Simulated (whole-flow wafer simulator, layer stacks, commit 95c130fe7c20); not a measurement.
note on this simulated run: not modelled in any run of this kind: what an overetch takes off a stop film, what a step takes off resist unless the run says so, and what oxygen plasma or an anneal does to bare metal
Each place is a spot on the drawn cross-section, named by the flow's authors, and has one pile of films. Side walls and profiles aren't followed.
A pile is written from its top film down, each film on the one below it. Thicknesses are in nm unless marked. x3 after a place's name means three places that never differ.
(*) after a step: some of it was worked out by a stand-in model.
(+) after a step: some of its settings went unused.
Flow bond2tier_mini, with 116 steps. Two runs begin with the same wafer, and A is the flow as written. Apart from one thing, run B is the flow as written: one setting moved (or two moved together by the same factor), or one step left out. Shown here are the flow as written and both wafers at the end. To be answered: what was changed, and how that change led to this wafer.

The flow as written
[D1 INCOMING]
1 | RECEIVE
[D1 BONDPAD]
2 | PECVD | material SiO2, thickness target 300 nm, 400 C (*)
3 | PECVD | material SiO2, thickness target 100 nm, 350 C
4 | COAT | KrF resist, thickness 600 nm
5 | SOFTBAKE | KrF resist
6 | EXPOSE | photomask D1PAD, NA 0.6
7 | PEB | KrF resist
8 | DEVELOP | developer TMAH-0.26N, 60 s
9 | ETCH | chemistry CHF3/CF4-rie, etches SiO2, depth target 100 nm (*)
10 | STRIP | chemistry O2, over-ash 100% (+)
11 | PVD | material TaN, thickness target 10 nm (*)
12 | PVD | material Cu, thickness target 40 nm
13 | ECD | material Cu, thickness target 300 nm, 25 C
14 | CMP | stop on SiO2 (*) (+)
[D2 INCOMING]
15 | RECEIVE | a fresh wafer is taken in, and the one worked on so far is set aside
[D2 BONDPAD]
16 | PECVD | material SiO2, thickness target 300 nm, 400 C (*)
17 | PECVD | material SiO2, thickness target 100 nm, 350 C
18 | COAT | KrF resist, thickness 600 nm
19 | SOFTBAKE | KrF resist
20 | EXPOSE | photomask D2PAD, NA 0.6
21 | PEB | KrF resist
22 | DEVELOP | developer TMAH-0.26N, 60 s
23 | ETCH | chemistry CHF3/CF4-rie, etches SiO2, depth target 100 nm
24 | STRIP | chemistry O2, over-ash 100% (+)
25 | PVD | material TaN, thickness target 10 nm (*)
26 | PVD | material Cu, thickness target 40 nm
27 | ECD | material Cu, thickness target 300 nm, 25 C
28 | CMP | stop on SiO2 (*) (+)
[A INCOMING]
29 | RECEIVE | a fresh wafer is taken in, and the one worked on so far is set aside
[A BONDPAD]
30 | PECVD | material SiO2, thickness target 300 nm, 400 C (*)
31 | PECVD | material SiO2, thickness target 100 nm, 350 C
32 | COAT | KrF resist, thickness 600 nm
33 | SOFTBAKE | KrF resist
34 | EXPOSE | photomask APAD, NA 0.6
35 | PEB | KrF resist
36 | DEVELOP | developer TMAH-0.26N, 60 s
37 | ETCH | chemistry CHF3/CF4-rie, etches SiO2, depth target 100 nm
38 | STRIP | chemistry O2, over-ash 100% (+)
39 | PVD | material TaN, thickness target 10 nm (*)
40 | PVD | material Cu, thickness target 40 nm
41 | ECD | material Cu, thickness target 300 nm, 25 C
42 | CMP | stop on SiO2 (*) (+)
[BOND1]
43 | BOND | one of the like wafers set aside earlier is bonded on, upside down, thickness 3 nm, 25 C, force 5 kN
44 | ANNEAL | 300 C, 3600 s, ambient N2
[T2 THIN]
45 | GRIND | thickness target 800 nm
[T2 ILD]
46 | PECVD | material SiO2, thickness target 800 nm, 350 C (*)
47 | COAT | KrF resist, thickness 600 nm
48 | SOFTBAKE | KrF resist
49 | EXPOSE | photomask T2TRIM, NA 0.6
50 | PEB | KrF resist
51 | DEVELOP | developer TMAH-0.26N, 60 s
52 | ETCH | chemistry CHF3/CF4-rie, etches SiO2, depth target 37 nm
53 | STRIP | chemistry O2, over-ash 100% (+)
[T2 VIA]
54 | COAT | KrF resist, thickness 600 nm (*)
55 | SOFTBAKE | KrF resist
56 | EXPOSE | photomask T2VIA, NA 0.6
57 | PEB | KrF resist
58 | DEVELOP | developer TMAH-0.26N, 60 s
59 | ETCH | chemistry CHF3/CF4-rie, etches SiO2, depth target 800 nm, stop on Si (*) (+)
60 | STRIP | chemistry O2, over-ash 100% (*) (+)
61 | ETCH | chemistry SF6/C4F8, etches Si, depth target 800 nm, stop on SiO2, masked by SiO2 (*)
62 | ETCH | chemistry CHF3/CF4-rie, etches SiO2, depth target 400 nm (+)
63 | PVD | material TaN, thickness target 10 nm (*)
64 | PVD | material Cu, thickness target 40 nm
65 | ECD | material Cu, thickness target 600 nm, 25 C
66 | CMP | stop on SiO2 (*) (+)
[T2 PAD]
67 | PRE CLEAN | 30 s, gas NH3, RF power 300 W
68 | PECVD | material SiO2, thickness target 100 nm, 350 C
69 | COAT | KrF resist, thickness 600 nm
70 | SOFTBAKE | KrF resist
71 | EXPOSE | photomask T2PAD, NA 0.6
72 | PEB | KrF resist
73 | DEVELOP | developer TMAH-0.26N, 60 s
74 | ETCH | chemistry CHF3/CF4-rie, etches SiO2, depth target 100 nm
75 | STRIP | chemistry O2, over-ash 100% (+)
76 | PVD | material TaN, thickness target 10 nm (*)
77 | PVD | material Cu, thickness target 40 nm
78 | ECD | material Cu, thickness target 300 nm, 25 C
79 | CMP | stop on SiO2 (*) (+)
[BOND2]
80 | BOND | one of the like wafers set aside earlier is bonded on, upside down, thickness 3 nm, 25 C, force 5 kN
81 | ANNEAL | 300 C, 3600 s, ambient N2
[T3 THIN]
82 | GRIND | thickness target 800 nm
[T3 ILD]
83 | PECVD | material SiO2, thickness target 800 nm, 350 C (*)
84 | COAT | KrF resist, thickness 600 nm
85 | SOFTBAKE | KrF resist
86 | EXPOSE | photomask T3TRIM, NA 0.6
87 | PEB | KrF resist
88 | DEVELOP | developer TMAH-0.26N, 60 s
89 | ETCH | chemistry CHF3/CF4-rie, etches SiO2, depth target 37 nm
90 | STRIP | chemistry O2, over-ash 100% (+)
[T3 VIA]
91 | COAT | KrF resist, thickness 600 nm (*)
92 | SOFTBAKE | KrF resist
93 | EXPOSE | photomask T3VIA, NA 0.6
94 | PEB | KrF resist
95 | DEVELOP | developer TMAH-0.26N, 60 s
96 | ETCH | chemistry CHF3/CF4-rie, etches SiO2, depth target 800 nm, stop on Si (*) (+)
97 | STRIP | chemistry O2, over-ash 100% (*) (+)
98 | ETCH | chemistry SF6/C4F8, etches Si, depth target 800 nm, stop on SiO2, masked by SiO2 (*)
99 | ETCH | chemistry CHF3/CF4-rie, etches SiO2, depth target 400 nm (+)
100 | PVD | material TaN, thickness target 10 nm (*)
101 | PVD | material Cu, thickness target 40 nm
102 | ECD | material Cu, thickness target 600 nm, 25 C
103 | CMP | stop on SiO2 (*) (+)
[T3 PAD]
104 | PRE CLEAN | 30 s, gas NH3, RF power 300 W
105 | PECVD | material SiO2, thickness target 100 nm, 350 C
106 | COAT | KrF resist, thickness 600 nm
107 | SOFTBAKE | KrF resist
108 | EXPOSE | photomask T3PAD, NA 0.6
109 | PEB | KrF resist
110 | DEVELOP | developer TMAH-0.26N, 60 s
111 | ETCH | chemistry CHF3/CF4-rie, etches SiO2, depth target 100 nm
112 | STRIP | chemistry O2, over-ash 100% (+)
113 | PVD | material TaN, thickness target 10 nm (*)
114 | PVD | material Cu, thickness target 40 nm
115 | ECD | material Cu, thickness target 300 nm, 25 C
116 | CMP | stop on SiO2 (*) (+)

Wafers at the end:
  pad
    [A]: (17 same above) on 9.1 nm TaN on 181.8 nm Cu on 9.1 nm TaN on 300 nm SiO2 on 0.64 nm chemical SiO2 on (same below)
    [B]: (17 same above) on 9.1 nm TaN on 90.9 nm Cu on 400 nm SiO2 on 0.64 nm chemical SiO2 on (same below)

Cause: step 37, ETCH: chemistry CHF3/CF4-rie, etches SiO2, depth target 100 nm, was not run.

How this came from the change, step by step:
  38 | STRIP | chemistry O2, over-ash 100% (+)
      field: A KrF resist loses 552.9 (all of it) | B KrF resist loses 586.3 (all of it)
  39 | PVD | material TaN, thickness target 10 nm (*)
      pad: A TaN gains 9.1 (new film) | B TaN gains 10 (new film)
  40 | PVD | material Cu, thickness target 40 nm
      pad: A Cu gains 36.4 (new film) | B Cu gains 40 (new film)
  41 | ECD | material Cu, thickness target 300 nm, 25 C
      pad: A Cu gains 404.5 | B Cu gains 300
      via: A Cu gains 400.2 | B Cu gains 300
  42 | CMP | stop on SiO2 (*) (+)
      pad, via: A Cu loses 350 | B Cu loses 340 (all of it), TaN loses 10 (all of it)
  43 | BOND | one of the like wafers set aside earlier is bonded on, upside down, thickness 3 nm, 25 C, force 5 kN
      pad: A Si gains 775 um (new film), chemical SiO2 gains 0.64 (new film), SiO2 gains 300 (new film), TaN gains 9.1 (new film), Cu gains 90.9 | B Si gains 775 um (new film), chemical SiO2 gains 0.64 (new film), SiO2 gains 300 (new film), TaN gains 9.1 (new film), Cu gains 90.9 (new film)
      via: A Si gains 775 um (new film), chemical SiO2 gains 0.64 (new film), SiO2 gains 300 (new film), TaN gains 9.97 (new film), Cu gains 90 | B Si gains 775 um (new film), chemical SiO2 gains 0.64 (new film), SiO2 gains 300 (new film), TaN gains 9.97 (new film), Cu gains 90 (new film)
